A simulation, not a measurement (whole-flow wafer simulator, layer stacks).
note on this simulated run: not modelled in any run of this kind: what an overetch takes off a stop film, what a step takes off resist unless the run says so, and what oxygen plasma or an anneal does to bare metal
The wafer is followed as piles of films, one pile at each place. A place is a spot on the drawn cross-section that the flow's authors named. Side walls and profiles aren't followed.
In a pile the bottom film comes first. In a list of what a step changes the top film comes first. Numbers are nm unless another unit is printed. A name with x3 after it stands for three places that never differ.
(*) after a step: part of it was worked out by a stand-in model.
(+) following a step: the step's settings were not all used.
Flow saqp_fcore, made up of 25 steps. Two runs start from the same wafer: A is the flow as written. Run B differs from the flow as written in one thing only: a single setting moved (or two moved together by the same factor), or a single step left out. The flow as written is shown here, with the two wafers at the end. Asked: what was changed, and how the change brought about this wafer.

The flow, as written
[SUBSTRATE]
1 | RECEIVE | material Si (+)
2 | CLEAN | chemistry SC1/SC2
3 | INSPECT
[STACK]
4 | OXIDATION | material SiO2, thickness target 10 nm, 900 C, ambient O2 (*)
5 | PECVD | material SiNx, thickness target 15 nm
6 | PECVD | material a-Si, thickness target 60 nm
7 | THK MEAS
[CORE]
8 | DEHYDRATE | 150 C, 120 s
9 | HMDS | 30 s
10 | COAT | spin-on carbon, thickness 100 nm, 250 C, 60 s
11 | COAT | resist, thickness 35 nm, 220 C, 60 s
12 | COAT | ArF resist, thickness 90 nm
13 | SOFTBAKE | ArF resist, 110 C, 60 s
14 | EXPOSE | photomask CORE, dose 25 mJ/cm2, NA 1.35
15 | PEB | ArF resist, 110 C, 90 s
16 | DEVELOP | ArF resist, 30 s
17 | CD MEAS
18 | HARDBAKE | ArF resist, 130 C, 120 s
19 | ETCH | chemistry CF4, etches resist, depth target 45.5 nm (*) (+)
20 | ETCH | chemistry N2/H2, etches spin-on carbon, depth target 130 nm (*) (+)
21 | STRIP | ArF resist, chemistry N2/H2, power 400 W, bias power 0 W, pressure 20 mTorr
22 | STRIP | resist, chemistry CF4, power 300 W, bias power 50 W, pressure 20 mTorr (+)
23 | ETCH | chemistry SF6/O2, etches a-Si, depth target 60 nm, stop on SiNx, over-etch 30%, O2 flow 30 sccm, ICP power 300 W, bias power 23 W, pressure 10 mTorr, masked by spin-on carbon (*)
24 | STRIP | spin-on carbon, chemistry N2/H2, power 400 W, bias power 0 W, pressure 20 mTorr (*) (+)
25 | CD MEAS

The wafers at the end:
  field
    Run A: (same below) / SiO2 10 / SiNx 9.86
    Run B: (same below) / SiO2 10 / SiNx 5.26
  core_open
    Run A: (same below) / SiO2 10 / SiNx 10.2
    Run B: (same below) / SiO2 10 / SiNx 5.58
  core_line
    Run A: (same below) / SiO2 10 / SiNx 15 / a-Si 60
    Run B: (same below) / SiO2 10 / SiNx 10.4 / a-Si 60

Cause: step 5, PECVD: thickness target 10.4 nm was run, whereas the flow has thickness target 15 nm.
One can read it off the wafer: core_line has SiNx 10.4, and step 5 as written asks for 15 nm.

Step by step, how the change led to this:
  5 | PECVD | material SiNx, thickness target 15 nm
      field, core_open, core_line: A SiNx gains 15 (new film) | B SiNx gains 10.4 (new film)
